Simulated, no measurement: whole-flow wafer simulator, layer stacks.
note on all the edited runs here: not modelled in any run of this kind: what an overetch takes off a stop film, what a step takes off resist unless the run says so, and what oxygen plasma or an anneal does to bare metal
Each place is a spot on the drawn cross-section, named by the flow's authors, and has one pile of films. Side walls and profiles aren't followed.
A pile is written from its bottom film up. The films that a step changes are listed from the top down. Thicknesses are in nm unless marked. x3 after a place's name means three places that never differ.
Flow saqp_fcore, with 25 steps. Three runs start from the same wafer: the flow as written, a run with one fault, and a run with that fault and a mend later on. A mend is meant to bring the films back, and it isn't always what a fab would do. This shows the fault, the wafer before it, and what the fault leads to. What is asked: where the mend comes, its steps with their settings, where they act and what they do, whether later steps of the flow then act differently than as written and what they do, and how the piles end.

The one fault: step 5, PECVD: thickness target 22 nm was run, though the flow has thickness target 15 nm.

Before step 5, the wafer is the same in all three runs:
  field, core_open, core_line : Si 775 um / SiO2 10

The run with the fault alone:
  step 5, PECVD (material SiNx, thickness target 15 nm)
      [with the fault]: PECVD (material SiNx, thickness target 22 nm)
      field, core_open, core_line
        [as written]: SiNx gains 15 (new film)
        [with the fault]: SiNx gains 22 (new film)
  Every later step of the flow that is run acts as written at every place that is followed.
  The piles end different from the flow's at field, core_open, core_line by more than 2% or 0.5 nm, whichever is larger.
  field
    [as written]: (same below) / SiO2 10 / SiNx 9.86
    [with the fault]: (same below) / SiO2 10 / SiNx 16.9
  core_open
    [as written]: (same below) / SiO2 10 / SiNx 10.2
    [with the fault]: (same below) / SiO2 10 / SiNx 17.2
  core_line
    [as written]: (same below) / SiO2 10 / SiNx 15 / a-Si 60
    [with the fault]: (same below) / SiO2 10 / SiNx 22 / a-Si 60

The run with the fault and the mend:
  The mend follows step 5.
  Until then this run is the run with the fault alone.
  step 5a, ETCH (chemistry h3po4, depth target 25.3 nm)
      field, core_open, core_line
        SiNx loses 22 (all of it)
  step 5b, PECVD (material SiNx, thickness target 15 nm) (the flow's step 5 again)
      field, core_open, core_line
        SiNx gains 15 (new film)
  Every later step of the flow that is run acts as written at every place that is followed.
  At every place that both follow, the piles at the end match the flow's.
